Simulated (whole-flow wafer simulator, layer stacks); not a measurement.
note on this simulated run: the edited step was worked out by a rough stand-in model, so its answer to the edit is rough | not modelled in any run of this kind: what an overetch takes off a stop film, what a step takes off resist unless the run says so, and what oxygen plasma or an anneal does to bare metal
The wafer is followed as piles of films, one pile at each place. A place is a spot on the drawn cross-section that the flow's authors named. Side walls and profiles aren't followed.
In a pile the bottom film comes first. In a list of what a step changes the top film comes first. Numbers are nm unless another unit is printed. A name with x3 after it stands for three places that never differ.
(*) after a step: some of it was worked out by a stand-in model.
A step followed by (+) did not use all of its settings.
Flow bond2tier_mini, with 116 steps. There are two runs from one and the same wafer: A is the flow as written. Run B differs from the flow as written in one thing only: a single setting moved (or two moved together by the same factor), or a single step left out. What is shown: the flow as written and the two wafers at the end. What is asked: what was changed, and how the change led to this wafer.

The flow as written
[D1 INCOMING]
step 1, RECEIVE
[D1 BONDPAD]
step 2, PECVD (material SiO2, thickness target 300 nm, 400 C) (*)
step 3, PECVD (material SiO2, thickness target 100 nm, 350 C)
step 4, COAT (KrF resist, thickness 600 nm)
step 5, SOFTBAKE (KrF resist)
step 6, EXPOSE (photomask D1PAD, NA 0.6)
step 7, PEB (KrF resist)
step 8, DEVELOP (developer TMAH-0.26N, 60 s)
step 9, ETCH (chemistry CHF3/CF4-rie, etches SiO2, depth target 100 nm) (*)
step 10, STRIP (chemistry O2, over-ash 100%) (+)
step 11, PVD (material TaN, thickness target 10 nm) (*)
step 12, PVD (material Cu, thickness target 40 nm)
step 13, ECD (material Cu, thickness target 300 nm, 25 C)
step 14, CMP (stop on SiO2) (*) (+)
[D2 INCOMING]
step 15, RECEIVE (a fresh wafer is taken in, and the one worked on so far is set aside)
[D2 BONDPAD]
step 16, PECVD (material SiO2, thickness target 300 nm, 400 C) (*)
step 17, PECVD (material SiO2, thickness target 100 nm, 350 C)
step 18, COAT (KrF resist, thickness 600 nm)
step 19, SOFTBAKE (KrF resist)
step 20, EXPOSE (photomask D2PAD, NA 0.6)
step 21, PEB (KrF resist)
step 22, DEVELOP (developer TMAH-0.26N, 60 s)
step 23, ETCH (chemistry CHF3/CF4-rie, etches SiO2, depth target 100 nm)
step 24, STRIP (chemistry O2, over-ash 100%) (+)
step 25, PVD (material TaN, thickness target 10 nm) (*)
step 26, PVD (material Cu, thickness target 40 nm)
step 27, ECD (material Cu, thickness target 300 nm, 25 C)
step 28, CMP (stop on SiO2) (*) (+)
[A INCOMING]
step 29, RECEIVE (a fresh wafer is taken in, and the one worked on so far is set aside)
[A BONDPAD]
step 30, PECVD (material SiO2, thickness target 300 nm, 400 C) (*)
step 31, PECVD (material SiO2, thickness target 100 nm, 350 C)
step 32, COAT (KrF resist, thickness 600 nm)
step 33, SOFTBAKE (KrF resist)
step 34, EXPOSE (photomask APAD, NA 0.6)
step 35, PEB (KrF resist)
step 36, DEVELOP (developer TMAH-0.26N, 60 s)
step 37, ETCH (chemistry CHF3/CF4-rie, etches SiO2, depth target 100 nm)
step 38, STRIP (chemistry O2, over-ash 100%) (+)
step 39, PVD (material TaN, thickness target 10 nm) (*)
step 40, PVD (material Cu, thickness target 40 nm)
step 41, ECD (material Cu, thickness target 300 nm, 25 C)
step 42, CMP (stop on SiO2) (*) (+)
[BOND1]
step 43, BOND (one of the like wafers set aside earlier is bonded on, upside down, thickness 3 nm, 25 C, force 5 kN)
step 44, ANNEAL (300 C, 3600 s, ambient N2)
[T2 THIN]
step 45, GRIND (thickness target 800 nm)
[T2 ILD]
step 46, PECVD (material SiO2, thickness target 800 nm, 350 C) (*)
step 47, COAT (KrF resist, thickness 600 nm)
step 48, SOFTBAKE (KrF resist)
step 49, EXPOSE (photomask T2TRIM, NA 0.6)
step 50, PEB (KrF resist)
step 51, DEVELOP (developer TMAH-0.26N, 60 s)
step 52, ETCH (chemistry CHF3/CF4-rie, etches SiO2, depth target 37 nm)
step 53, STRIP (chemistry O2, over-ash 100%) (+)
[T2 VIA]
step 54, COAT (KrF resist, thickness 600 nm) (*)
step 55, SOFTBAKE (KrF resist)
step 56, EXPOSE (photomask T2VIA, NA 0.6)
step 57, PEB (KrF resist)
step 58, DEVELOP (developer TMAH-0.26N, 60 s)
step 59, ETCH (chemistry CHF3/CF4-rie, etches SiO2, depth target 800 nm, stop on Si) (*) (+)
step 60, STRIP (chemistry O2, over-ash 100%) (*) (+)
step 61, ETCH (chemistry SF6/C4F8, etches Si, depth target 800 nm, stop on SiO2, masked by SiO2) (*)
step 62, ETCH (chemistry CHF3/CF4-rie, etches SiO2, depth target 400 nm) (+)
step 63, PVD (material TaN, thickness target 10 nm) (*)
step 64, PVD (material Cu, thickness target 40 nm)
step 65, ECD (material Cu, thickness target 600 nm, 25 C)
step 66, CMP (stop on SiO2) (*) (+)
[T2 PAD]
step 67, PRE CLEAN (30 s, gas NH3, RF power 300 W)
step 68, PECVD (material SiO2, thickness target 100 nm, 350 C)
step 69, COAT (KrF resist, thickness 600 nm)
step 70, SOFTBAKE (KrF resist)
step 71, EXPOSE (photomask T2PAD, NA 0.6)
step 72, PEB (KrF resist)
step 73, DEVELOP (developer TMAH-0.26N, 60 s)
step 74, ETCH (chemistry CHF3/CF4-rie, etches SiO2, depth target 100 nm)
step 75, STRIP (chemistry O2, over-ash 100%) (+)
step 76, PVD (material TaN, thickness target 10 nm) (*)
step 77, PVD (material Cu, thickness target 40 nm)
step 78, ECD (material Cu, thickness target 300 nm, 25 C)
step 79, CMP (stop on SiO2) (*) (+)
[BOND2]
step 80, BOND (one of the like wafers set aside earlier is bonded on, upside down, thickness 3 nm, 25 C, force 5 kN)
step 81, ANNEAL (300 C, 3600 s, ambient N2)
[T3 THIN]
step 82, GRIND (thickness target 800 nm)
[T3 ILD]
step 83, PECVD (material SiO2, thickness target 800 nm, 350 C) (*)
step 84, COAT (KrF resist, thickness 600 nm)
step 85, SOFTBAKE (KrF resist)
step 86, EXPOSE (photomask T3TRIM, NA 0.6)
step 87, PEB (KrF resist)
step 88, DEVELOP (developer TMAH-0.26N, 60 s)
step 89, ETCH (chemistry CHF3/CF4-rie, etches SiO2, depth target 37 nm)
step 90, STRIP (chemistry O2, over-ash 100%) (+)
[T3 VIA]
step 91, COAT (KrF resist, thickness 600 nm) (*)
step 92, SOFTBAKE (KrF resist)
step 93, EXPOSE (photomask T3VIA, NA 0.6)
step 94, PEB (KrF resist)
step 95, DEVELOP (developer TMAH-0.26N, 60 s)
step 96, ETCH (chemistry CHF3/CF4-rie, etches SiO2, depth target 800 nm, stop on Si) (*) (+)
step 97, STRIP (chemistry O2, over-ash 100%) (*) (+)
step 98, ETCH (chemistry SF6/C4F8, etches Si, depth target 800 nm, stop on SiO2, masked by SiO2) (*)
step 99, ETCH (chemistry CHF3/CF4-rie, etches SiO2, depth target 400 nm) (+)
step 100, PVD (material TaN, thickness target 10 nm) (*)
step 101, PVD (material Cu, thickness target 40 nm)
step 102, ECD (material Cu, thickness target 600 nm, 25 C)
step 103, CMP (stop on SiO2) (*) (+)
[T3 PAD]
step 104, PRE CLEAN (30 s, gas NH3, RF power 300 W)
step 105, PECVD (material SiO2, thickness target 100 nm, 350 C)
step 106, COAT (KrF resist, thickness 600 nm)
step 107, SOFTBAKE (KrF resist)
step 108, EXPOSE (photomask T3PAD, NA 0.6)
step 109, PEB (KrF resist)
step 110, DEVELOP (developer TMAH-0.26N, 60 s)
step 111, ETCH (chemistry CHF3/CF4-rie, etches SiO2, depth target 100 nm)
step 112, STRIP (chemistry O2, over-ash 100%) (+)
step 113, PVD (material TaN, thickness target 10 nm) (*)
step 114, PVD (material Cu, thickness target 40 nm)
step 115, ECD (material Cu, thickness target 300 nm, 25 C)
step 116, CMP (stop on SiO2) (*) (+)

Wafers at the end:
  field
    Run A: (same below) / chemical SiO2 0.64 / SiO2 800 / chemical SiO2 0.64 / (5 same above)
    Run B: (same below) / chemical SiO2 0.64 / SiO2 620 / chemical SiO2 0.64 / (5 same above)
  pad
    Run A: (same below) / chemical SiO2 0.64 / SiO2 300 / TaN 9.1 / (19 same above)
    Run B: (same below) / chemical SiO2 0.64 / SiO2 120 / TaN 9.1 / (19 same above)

Cause: step 30, PECVD: thickness target 120 nm was run, while the flow as written has thickness target 300 nm.
One can read it off the wafer: pad has SiO2 120, and step 30 as written asks for 300 nm.

How this came from the change, step by step:
  step 30, PECVD (material SiO2, thickness target 300 nm, 400 C) (*)
      field, pad, via: A +300 SiO2 (new film) | B +120 SiO2 (new film)
